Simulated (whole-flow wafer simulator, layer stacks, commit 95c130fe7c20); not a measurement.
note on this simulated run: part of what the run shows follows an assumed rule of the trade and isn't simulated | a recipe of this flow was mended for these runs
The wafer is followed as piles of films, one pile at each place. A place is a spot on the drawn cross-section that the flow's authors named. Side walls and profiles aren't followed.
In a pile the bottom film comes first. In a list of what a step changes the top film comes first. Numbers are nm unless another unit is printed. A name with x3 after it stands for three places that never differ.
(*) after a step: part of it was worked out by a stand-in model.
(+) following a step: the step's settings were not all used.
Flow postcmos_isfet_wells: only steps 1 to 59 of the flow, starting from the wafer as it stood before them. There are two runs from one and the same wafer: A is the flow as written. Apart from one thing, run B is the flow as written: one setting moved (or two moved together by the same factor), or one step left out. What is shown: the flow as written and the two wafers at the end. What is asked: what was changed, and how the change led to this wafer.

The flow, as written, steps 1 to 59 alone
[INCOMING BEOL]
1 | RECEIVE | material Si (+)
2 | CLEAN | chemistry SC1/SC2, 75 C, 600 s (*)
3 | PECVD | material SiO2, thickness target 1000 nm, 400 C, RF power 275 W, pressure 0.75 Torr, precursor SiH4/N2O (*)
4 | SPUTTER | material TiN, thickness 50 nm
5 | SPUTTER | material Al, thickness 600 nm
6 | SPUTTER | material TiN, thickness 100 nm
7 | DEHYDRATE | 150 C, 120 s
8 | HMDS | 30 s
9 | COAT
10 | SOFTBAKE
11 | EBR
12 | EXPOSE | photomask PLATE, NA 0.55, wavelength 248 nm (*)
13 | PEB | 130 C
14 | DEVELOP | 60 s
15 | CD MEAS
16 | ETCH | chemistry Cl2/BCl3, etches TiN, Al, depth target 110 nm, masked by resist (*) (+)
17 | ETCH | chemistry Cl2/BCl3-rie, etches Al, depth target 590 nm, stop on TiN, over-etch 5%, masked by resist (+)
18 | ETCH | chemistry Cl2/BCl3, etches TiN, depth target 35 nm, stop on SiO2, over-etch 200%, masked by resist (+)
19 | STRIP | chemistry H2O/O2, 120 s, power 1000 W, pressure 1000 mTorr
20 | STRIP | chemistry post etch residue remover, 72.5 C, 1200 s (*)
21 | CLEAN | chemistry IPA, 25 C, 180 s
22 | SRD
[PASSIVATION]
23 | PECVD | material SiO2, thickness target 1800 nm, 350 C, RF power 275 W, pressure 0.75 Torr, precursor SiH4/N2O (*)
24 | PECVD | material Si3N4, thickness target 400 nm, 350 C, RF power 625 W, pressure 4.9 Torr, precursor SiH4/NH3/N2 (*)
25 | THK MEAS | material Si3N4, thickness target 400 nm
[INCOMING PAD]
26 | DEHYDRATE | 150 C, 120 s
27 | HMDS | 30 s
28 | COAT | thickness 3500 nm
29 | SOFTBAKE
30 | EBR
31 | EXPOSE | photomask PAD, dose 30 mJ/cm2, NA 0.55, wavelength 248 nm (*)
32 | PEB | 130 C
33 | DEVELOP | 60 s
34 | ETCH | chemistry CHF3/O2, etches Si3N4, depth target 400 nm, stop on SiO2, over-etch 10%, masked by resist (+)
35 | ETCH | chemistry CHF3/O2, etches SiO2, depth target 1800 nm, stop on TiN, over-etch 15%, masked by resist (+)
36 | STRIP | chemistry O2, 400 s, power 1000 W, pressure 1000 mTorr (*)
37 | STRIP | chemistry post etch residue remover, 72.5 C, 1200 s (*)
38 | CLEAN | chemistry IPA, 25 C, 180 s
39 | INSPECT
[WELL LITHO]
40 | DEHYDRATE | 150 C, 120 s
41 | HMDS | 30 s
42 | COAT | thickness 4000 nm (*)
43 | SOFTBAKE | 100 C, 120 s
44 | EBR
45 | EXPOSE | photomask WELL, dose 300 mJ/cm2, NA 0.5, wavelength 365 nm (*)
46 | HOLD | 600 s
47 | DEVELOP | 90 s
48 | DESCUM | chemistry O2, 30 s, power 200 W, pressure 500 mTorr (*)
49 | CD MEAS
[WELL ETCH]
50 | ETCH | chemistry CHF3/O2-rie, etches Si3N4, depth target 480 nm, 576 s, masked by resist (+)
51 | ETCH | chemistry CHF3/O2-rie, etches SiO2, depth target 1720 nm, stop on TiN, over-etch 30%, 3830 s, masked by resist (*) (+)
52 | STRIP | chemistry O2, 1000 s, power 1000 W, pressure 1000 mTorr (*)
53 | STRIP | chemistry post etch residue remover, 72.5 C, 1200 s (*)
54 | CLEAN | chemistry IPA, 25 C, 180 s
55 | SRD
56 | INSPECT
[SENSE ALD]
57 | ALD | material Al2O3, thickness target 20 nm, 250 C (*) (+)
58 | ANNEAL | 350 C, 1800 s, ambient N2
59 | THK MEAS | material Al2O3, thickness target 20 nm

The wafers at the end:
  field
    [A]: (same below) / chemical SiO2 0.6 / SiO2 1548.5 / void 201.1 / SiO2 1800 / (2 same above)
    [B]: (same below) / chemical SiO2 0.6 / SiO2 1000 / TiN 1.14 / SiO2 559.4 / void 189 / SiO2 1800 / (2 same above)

Cause: step 18, ETCH: depth target 10 nm was run, though the flow has depth target 35 nm.

How this came from the change, step by step:
  18 | ETCH | chemistry Cl2/BCl3, etches TiN, depth target 35 nm, stop on SiO2, over-etch 200%, masked by resist (+)
      field: A TiN loses 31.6 (all of it), SiO2 loses 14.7 | B TiN loses 30
      margin x2, well900 x4, pad_clr, pad_open: A thick-KrF-resist loses 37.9 | B thick-KrF-resist loses 12
  19 | STRIP | chemistry H2O/O2, 120 s, power 1000 W, pressure 1000 mTorr
      margin x2, well900 x4, pad_clr, pad_open: A thick-KrF-resist loses 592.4 (all of it) | B thick-KrF-resist loses 618.2 (all of it)
  23 | PECVD | material SiO2, thickness target 1800 nm, 350 C, RF power 275 W, pressure 0.75 Torr, precursor SiH4/N2O (*)
      field: A SiO2 gains 1800 (new film), void gains 201.1 (new film), SiO2 gains 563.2 | B SiO2 gains 1800 (new film), void gains 189 (new film), SiO2 gains 559.4 (new film)
With metal films that touch counted as one body, field has 1 body; the flow as written gives 0 bodies.
